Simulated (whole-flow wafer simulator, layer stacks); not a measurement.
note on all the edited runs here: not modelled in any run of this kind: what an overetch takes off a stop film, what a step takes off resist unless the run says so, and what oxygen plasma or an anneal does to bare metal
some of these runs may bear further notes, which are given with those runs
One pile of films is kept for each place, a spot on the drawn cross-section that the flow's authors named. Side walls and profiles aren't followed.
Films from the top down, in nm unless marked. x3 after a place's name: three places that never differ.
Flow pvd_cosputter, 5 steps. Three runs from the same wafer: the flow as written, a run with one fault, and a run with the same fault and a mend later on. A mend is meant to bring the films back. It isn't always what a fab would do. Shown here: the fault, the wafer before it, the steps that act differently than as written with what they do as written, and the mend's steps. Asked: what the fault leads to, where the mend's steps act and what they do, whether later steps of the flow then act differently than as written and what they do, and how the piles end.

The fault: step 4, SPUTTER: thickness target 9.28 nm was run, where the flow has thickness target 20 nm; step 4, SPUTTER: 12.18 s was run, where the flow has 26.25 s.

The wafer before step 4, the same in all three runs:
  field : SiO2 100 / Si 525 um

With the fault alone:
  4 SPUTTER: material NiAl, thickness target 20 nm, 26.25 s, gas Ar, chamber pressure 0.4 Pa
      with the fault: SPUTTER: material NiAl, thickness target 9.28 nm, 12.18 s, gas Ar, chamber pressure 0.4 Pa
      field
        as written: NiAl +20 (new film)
        with the fault: NiAl +9.28 (new film)
  No later step of the flow acts differently than as written at any place that is followed.
  At the end the piles differ from the flow's by more than 2% or 0.5 nm, whichever is larger, at field.
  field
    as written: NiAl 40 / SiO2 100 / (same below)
    with the fault: NiAl 29.3 / SiO2 100 / (same below)

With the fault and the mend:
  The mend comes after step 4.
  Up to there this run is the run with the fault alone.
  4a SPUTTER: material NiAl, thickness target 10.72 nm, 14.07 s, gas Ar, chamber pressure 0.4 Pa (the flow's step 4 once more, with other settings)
      field
        NiAl +10.7
  No later step of the flow acts differently than as written at any place that is followed.
  At the end the piles are the same as the flow's at every place that both follow.
